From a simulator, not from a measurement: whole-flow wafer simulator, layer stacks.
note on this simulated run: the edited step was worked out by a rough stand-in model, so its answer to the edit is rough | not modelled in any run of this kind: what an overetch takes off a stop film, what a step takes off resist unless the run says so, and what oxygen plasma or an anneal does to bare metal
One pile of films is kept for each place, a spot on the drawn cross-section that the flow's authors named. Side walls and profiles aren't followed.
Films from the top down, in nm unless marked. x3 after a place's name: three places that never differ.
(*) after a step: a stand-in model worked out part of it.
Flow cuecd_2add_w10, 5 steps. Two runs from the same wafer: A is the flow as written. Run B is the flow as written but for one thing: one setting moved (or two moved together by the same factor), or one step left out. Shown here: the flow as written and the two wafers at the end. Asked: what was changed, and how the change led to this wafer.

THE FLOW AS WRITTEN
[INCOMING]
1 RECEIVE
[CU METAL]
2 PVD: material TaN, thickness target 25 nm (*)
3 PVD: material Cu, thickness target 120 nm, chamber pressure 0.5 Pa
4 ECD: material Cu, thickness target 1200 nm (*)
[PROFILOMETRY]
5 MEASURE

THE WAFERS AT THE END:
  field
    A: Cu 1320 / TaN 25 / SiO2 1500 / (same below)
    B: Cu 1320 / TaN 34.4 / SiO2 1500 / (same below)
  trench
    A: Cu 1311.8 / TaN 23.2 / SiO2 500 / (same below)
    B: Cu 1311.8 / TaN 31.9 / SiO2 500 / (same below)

The cause: step 2, PVD: thickness target 34.4 nm was run, where the flow has thickness target 25 nm.
It can be read off the wafer: field has TaN 34.4, and step 2 as written asks for 25 nm.

How the change led to this, step by step:
  2 PVD: material TaN, thickness target 25 nm (*)
      field: A TaN +25 (new film) | B TaN +34.4 (new film)
      trench: A TaN +23.2 (new film) | B TaN +31.9 (new film)
